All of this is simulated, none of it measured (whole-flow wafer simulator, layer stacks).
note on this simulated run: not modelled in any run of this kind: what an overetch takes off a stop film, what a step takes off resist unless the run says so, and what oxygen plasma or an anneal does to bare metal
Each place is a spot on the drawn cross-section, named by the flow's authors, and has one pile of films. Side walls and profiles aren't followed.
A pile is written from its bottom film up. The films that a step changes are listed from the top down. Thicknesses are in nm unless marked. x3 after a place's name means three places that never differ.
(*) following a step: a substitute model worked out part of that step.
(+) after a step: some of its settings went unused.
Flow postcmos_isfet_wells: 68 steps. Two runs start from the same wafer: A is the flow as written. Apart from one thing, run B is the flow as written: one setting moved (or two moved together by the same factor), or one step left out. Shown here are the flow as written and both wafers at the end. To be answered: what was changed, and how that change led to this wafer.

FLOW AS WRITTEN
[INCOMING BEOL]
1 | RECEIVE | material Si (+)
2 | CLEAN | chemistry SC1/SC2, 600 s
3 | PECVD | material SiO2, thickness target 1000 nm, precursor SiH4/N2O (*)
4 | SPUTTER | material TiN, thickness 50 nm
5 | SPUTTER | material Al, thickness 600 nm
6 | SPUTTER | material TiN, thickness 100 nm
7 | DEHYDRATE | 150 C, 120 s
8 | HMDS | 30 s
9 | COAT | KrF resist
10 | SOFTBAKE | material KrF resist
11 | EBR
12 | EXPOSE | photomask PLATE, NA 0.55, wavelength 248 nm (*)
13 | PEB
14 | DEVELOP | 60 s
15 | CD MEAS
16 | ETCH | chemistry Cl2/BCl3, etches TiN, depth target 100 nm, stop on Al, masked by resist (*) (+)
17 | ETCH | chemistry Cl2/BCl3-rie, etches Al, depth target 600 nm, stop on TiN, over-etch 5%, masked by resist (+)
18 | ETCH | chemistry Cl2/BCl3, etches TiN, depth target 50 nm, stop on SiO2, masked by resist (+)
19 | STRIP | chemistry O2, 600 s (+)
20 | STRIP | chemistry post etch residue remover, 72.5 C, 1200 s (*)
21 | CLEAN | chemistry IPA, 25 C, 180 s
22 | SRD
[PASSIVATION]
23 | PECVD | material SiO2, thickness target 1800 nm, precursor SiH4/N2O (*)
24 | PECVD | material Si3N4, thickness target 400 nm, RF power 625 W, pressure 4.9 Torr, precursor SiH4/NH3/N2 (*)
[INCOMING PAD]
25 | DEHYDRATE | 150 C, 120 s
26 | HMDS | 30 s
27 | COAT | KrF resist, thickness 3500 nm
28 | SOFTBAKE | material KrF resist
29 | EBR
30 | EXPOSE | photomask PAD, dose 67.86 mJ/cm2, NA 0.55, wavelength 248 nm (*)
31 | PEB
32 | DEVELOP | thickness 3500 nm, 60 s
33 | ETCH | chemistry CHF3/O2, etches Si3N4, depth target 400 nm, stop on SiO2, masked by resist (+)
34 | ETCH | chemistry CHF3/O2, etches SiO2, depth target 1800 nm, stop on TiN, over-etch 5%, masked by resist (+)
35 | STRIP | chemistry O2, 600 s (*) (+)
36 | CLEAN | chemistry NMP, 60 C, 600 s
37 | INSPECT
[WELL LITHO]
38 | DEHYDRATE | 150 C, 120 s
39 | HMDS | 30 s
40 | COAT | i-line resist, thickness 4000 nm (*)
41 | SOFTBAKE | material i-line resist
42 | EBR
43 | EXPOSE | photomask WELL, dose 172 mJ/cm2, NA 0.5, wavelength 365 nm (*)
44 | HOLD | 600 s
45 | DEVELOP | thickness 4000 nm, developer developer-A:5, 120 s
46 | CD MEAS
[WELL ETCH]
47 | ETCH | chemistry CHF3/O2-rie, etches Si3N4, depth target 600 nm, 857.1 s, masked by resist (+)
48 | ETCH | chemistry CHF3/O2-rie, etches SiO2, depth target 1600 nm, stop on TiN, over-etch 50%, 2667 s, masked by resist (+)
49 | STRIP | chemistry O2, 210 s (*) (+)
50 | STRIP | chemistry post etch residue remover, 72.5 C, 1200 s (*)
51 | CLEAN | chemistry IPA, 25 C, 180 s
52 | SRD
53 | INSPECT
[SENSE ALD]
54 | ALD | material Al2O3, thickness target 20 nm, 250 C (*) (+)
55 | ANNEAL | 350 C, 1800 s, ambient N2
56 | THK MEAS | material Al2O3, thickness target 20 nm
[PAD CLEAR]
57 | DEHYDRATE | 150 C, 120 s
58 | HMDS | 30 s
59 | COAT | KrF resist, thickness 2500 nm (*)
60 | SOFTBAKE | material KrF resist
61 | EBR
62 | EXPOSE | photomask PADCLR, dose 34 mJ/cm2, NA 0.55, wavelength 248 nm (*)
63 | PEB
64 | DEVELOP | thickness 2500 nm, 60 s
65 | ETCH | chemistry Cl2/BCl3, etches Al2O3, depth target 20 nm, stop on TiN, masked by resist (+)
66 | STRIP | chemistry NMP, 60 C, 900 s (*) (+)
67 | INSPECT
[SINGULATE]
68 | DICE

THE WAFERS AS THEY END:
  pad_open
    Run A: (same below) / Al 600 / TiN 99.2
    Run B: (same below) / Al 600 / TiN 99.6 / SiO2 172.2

What caused this: step 33, ETCH: depth target 236 nm was run, though the flow has depth target 400 nm.

The path from the change to this, step by step:
  33 | ETCH | chemistry CHF3/O2, etches Si3N4, depth target 400 nm, stop on SiO2, masked by resist (+)
      pad_open: A Si3N4 loses 400 (all of it) | B Si3N4 loses 236
      field, margin, well900, well1300 x3, pad_rim, pad_clr: A KrF resist loses 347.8 | B KrF resist loses 205.2
  34 | ETCH | chemistry CHF3/O2, etches SiO2, depth target 1800 nm, stop on TiN, over-etch 5%, masked by resist (+)
      pad_open: A SiO2 loses 1800 (all of it) | B Si3N4 loses 164 (all of it), SiO2 loses 1627.8
  35 | STRIP | chemistry O2, 600 s (*) (+)
      field, margin, well900, well1300 x3, pad_rim, pad_clr: A KrF resist loses 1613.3 (all of it) | B KrF resist loses 1755.9 (all of it)
  41 | SOFTBAKE | material i-line resist
      pad_clr: A i-line resist loses 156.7 | B i-line resist loses 139.6
      pad_open: A i-line resist gains 115.3 | B i-line resist gains 107.7
  49 | STRIP | chemistry O2, 210 s (*) (+)
      pad_clr: A i-line resist loses 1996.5 (all of it) | B i-line resist loses 2067.4 (all of it)
  59 | COAT | KrF resist, thickness 2500 nm (*)
      pad_clr: A KrF resist gains 1691.6 (new film) | B KrF resist gains 1749.4 (new film)
  64 | DEVELOP | thickness 2500 nm, 60 s
      pad_clr: A KrF resist loses 1676 (all of it) | B KrF resist loses 1733.7 (all of it)
